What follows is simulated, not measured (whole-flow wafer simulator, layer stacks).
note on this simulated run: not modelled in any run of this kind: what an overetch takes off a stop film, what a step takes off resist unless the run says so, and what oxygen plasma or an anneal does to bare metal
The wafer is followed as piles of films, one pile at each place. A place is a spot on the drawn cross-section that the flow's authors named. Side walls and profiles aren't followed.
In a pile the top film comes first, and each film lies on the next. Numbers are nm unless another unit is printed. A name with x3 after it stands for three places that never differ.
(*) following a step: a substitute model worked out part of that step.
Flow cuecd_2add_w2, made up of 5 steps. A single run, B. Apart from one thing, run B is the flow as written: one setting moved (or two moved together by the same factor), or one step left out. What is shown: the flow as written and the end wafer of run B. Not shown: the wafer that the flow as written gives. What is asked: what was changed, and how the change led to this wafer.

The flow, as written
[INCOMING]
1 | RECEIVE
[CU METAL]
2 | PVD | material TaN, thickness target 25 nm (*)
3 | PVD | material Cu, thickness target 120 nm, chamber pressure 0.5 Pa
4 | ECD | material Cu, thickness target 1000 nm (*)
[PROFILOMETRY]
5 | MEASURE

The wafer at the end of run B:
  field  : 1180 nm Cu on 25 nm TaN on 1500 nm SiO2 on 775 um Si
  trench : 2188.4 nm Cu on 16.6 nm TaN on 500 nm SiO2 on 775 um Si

The reason: step 3, PVD: thickness target 180 nm was run, whereas the flow has thickness target 120 nm.

Step by step, how the change led to this:
  3 | PVD | material Cu, thickness target 120 nm, chamber pressure 0.5 Pa
      field: Cu gains 180 (new film) (in the flow as written it would be: Cu gains 120 (new film))
      trench: Cu gains 120.8 (new film) (in the flow as written it would be: Cu gains 80.8 (new film))
